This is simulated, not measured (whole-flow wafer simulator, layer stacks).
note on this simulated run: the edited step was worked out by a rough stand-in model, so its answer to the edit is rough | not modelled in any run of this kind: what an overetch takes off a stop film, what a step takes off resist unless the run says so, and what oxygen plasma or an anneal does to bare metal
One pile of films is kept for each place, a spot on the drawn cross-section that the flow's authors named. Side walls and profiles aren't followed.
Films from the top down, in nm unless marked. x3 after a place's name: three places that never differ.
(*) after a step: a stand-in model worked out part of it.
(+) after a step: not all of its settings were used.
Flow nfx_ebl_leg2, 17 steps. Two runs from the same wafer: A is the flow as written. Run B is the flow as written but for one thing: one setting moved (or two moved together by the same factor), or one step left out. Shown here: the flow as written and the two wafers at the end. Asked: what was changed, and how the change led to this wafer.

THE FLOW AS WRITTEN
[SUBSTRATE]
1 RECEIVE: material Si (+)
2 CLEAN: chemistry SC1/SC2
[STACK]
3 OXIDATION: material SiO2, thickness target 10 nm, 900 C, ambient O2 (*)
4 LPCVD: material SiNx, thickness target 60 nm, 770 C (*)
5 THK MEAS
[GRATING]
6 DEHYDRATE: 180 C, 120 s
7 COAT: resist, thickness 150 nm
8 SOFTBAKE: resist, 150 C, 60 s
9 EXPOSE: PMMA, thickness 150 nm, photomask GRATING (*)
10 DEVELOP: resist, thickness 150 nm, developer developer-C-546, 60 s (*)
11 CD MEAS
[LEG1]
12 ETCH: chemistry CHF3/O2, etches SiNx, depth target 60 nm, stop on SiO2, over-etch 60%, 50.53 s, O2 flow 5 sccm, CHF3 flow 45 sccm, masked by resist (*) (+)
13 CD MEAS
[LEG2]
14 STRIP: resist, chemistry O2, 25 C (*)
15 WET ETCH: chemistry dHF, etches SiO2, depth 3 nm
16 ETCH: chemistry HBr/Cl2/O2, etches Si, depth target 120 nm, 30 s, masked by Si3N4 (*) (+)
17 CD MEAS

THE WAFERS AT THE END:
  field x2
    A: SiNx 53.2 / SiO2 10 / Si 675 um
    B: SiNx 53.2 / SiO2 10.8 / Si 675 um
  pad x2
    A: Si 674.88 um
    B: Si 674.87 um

The cause: step 3, OXIDATION: thickness target 10.8 nm was run, where the flow has thickness target 10 nm.
It can be read off the wafer: field x2 has SiO2 10.8, and step 3 as written asks for 10 nm.

How the change led to this, step by step:
  3 OXIDATION: material SiO2, thickness target 10 nm, 900 C, ambient O2 (*)
      field x2, pad x2: A SiO2 +10 (new film), chemical SiO2 -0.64 (all of it), Si -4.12 | B SiO2 +10.8 (new film), chemical SiO2 -0.64 (all of it), Si -4.47
  12 ETCH: chemistry CHF3/O2, etches SiNx, depth target 60 nm, stop on SiO2, over-etch 60%, 50.53 s, O2 flow 5 sccm, CHF3 flow 45 sccm, masked by resist (*) (+)
      pad x2: A SiNx -60 (all of it), SiO2 -10 (all of it) | B SiNx -60 (all of it), SiO2 -10.8 (all of it)
